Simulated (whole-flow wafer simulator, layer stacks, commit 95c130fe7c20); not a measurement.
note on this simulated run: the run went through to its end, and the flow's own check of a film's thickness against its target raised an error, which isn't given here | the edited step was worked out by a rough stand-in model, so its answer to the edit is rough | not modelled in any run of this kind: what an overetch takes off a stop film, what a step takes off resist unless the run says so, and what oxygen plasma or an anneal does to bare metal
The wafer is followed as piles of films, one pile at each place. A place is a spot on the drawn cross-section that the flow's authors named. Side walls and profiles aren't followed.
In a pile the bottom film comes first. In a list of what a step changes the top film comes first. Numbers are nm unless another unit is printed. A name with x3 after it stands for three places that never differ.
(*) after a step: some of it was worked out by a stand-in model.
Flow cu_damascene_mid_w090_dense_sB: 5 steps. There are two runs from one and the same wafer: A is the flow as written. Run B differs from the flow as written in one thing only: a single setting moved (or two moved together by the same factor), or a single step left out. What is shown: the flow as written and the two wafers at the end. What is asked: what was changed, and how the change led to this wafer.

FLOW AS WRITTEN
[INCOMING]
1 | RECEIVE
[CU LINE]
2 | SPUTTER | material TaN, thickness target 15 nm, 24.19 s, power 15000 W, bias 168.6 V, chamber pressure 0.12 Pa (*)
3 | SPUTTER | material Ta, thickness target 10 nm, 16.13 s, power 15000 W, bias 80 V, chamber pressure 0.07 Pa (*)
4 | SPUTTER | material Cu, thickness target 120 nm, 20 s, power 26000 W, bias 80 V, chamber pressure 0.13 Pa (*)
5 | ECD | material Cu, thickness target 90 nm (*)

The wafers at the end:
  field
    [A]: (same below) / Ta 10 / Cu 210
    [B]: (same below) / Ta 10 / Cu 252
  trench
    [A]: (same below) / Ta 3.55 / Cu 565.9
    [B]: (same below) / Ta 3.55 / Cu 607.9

What caused this: step 4, SPUTTER: thickness target 162 nm was run, while the flow as written has thickness target 120 nm; step 4, SPUTTER: 27 s was run, where the flow has 20 s.

The path from the change to this, step by step:
  4 | SPUTTER | material Cu, thickness target 120 nm, 20 s, power 26000 W, bias 80 V, chamber pressure 0.13 Pa (*)
      field: A +120 Cu (new film) | B +162 Cu (new film)
      trench: A +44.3 Cu (new film) | B +59.9 Cu (new film)
  5 | ECD | material Cu, thickness target 90 nm (*)
      trench: A +521.6 Cu | B +548.1 Cu
